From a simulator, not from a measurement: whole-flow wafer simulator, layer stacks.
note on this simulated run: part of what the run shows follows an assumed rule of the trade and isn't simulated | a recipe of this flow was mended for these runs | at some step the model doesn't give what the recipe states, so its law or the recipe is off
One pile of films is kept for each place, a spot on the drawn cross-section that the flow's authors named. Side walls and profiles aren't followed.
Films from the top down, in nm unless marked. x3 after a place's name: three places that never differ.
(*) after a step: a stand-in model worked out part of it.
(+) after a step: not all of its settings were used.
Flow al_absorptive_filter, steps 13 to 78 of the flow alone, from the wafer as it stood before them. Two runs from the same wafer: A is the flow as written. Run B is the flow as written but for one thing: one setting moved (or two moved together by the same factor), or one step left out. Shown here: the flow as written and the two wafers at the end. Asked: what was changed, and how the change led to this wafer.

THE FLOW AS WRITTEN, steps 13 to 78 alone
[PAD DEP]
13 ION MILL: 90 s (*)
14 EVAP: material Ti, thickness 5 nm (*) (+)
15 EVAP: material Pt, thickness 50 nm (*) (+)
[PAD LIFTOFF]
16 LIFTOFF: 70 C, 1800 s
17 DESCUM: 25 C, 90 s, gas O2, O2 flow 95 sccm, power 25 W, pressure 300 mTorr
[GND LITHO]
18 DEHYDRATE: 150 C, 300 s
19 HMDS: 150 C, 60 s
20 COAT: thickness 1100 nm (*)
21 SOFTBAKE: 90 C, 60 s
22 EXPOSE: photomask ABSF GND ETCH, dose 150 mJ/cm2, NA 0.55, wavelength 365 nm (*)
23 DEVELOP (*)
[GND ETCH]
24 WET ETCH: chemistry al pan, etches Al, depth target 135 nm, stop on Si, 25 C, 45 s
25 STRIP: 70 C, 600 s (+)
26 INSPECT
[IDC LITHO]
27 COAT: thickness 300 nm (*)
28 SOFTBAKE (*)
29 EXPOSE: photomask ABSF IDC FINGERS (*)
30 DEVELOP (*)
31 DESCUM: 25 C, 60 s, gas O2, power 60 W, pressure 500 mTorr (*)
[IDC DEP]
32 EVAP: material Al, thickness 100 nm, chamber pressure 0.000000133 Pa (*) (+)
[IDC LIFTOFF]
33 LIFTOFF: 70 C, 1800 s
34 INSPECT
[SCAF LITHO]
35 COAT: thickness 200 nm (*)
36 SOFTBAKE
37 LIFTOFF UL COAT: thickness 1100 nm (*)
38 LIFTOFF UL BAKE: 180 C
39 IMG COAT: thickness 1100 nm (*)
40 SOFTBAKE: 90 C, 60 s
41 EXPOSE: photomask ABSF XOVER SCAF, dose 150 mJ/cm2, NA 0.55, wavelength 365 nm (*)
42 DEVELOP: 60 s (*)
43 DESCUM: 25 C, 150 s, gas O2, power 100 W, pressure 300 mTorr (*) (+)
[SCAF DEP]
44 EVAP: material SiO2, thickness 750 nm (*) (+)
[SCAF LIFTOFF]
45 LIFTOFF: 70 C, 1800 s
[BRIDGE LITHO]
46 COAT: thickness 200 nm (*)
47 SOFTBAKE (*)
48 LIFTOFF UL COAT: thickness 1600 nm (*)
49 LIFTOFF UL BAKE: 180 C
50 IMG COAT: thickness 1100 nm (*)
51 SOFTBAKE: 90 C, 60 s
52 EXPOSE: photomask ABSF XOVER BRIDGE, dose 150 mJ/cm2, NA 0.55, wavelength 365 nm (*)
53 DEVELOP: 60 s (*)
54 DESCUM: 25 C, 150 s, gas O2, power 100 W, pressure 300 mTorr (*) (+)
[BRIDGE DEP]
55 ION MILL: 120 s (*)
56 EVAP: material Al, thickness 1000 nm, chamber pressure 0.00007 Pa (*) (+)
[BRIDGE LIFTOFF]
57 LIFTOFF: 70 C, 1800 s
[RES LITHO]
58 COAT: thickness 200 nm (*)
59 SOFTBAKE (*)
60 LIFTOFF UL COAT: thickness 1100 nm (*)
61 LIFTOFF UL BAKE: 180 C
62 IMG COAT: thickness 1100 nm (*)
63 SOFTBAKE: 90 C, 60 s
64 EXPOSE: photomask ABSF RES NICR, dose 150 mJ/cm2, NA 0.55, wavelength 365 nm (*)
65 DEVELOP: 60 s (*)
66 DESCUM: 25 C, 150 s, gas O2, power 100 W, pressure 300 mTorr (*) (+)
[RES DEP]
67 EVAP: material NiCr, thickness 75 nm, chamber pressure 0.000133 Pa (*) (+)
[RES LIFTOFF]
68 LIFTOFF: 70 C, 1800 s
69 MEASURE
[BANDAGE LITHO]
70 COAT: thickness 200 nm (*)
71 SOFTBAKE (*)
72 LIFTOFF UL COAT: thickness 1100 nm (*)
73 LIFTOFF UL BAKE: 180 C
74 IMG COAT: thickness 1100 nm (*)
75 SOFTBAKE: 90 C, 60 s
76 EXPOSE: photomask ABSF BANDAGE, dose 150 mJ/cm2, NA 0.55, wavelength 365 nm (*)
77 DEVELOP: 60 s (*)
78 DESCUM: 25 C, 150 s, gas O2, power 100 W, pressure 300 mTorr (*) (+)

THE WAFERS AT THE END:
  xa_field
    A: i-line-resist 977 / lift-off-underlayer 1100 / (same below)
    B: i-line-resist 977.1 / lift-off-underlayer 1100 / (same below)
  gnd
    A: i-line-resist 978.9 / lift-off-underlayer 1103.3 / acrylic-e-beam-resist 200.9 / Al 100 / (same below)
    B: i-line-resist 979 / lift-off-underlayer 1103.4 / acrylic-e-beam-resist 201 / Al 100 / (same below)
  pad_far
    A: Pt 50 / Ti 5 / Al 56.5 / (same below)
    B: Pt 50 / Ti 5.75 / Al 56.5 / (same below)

The cause: step 14, EVAP: thickness 5.75 nm was run, where the flow has thickness 5 nm.
It can be read off the wafer: pad_far has Ti 5.75, and step 14 as written asks for 5 nm.

How the change led to this, step by step:
  14 EVAP: material Ti, thickness 5 nm (*) (+)
      gnd, pad_far, pad_near and 11 more: A Ti +5 (new film) | B Ti +5.75 (new film)
  16 LIFTOFF: 70 C, 1800 s
      gnd, ledge, res and 9 more: A Pt -50 (all of it), Ti -5 (all of it), i-line-resist -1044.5 (all of it), lift-off-underlayer -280 (all of it) | B Pt -50 (all of it), Ti -5.75 (all of it), i-line-resist -1044.5 (all of it), lift-off-underlayer -280 (all of it)
